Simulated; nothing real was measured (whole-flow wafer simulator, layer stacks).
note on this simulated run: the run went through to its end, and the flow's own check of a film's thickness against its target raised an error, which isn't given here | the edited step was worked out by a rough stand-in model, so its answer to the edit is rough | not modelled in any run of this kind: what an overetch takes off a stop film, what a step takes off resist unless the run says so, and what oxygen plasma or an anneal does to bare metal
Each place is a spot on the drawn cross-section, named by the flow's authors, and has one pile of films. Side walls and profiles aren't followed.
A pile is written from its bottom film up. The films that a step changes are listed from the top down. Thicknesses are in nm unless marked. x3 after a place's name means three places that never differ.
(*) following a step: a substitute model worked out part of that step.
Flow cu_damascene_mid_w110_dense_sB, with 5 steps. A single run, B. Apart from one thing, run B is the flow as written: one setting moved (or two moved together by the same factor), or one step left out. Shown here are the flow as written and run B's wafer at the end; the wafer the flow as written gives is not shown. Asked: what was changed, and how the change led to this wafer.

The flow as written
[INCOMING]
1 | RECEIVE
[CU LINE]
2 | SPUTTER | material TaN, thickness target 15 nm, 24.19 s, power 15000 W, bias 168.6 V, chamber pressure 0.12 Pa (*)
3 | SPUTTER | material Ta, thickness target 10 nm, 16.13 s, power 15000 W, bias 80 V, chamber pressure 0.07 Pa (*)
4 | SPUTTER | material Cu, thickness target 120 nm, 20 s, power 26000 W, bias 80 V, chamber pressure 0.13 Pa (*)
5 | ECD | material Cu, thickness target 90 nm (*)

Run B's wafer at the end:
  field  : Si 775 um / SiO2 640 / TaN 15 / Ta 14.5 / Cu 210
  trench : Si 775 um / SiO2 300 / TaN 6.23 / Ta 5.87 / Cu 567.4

The reason: step 3, SPUTTER: thickness target 14.5 nm was run, though the flow has thickness target 10 nm; step 3, SPUTTER: 23.39 s was run, where the flow has 16.13 s.
The wafer lets one read it off: field has Ta 14.5, and step 3 as written asks for 10 nm.

The path from the change to this, step by step:
  3 | SPUTTER | material Ta, thickness target 10 nm, 16.13 s, power 15000 W, bias 80 V, chamber pressure 0.07 Pa (*)
      field: +14.5 Ta (new film) (in the flow as written it would be: +10 Ta (new film))
      trench: +5.87 Ta (new film) (in the flow as written it would be: +4.05 Ta (new film))
